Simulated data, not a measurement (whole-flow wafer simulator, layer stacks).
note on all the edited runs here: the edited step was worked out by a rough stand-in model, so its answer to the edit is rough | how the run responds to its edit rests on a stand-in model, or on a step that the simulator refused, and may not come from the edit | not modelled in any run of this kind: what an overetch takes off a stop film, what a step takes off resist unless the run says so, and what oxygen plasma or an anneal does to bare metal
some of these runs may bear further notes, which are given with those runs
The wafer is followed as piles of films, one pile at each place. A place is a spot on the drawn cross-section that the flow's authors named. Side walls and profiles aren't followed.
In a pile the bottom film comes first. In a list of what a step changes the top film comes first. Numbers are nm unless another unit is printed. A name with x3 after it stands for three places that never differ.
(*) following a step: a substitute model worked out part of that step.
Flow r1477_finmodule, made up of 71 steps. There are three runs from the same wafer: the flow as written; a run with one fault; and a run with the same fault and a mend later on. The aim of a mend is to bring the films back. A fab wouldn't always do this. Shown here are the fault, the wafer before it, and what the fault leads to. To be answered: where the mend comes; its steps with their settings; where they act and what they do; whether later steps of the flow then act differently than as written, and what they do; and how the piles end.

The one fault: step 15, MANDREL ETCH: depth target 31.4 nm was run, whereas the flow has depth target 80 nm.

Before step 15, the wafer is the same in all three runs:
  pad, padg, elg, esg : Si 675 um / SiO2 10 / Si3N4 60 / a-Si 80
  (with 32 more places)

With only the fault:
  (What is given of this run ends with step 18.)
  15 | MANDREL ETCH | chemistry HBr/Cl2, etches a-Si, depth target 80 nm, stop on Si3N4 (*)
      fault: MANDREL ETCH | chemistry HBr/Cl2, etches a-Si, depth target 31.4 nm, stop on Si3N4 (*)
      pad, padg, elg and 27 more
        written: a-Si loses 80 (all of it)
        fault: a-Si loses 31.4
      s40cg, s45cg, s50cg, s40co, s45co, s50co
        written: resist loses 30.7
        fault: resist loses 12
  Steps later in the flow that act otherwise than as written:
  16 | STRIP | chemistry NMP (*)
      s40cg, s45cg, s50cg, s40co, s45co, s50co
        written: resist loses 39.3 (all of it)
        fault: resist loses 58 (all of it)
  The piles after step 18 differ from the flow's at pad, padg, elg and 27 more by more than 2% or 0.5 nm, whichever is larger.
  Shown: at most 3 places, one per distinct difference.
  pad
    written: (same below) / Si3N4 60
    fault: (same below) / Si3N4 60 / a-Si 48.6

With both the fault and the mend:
  The mend stands after step 15.
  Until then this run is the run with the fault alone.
  15a | MANDREL ETCH | chemistry HBr/Cl2, etches a-Si, depth target 48.6 nm, stop on Si3N4 (*) (a further turn of the flow's step 15, with different settings)
      pad, padg, elg and 27 more
        a-Si loses 48.6 (all of it)
      s40cg, s45cg, s50cg, s40co, s45co, s50co
        resist loses 18.6
  Every later step of the flow that is run acts as written at every place that is followed.
  The piles end the same as the flow's at every place that both follow.
